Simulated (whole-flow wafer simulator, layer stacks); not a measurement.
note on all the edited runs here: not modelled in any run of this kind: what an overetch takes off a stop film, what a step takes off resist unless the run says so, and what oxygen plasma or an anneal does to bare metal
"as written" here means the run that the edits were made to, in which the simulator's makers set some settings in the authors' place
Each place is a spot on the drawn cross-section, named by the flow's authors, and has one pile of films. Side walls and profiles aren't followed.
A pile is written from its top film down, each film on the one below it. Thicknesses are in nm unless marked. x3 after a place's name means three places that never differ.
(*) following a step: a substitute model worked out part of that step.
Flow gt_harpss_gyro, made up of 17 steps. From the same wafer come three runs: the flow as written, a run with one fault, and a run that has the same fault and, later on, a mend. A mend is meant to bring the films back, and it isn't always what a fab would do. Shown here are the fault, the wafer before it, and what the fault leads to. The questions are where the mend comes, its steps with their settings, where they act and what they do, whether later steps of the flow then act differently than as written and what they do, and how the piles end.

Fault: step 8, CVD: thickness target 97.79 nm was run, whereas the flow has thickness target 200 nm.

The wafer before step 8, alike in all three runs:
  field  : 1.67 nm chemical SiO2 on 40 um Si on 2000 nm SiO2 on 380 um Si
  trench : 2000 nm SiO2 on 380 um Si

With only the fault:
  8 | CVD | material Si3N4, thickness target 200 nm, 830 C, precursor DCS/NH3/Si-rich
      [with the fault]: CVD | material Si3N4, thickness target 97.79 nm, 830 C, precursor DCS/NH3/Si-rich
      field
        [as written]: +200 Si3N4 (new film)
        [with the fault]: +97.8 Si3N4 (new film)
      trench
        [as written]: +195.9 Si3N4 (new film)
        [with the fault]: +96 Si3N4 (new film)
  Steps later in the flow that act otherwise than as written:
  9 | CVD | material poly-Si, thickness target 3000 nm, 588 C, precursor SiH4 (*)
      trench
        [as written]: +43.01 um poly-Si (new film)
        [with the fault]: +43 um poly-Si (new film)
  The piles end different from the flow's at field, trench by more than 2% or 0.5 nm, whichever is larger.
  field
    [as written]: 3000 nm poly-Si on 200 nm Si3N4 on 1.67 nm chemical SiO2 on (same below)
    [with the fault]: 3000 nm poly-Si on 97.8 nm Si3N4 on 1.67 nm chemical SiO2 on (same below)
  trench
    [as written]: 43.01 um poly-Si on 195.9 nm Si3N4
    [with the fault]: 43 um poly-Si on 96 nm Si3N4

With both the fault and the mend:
  The mend stands after step 8.
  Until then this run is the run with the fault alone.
  8a | ETCH | chemistry h3po4, depth target 112.6 nm
      field
        -97.8 Si3N4 (all of it)
      trench
        -96 Si3N4 (all of it)
  8b | CLEAN | chemistry SPM (a further turn of the flow's step 1)
      alters no film at any place that is followed
  8c | CVD | material Si3N4, thickness target 200 nm, 830 C, precursor DCS/NH3/Si-rich (a further turn of the flow's step 8)
      field
        +200 Si3N4 (new film)
      trench
        +195.9 Si3N4 (new film)
  Every later step of the flow that is run acts as written at every place that is followed.
  At every place that both follow, the piles at the end match the flow's.
